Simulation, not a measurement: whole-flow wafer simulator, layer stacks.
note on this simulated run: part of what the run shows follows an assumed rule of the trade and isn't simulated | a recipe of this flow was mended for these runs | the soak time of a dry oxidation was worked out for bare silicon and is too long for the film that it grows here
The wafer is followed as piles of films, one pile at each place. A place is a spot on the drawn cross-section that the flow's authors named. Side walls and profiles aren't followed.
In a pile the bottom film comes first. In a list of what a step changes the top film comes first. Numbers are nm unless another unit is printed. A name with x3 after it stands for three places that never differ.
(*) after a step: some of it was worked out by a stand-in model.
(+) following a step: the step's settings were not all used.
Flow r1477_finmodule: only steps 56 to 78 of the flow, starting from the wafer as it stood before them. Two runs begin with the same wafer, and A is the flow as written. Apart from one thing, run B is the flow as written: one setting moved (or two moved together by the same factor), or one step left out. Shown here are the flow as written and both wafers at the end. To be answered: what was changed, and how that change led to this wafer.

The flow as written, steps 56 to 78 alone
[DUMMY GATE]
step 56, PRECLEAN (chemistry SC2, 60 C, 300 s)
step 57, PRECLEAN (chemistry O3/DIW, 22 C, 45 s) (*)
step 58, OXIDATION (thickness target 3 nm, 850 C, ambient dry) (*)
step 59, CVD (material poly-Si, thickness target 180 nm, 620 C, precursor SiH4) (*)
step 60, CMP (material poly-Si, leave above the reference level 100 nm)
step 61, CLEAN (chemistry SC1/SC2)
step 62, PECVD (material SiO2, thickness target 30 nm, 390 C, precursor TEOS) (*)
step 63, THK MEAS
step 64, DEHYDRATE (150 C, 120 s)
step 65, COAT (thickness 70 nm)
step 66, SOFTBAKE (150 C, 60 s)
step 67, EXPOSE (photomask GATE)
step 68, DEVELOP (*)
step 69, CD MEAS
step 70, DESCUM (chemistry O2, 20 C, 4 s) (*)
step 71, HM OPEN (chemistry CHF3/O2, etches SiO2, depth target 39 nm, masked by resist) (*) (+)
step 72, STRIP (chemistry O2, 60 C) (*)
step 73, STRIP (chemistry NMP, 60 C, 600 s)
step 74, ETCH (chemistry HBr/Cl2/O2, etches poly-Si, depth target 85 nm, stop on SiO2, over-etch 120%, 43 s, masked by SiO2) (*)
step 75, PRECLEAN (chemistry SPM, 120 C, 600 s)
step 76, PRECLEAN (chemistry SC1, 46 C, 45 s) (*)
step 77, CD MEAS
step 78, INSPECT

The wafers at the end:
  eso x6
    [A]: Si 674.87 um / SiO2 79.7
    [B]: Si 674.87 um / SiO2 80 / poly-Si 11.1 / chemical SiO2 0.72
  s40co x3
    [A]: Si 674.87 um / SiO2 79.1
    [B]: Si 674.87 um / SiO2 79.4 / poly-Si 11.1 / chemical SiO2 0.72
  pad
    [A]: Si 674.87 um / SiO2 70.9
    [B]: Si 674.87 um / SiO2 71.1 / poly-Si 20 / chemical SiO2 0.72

The reason: step 71, HM OPEN: depth target 25 nm was run, though the flow has depth target 39 nm.

Step by step, how the change led to this:
  step 71, HM OPEN (chemistry CHF3/O2, etches SiO2, depth target 39 nm, masked by resist) (*) (+)
      pad, elo x7, eso x6, e200so, s40co x3: A SiO2 loses 30 (all of it), chemical SiO2 loses 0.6 (all of it), poly-Si loses 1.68 | B SiO2 loses 25
      padg, elg x7, esg x6, e200sg, s40cg x3: A e-beam-resist loses 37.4 | B e-beam-resist loses 24
  step 72, STRIP (chemistry O2, 60 C) (*)
      pad, elo x7, eso x6, e200so, s40co x3: A chemical SiO2 gains 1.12 (new film), poly-Si loses 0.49 | B nothing
      padg, elg x7, esg x6, e200sg, s40cg x3: A e-beam-resist loses 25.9 (all of it) | B e-beam-resist loses 39.3 (all of it)
  step 74, ETCH (chemistry HBr/Cl2/O2, etches poly-Si, depth target 85 nm, stop on SiO2, over-etch 120%, 43 s, masked by SiO2) (*)
      eso x6, e200so, s40co x3: A chemical SiO2 loses 1.12 (all of it), poly-Si loses 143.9 (all of it), SiO2 loses 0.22 | B SiO2 loses 5 (all of it), chemical SiO2 loses 0.6 (all of it), poly-Si loses 134.6
      elo x7: A chemical SiO2 loses 1.12 (all of it), poly-Si loses 97.6 (all of it), SiO2 loses 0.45 | B SiO2 loses 5 (all of it), chemical SiO2 loses 0.6 (all of it), poly-Si loses 99.7 (all of it), SiO2 loses 0.17
      (also at 1 further place)
  step 75, PRECLEAN (chemistry SPM, 120 C, 600 s)
      pad, eso x6, e200so, s40co x3: A nothing | B chemical SiO2 gains 0.8 (new film), poly-Si loses 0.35
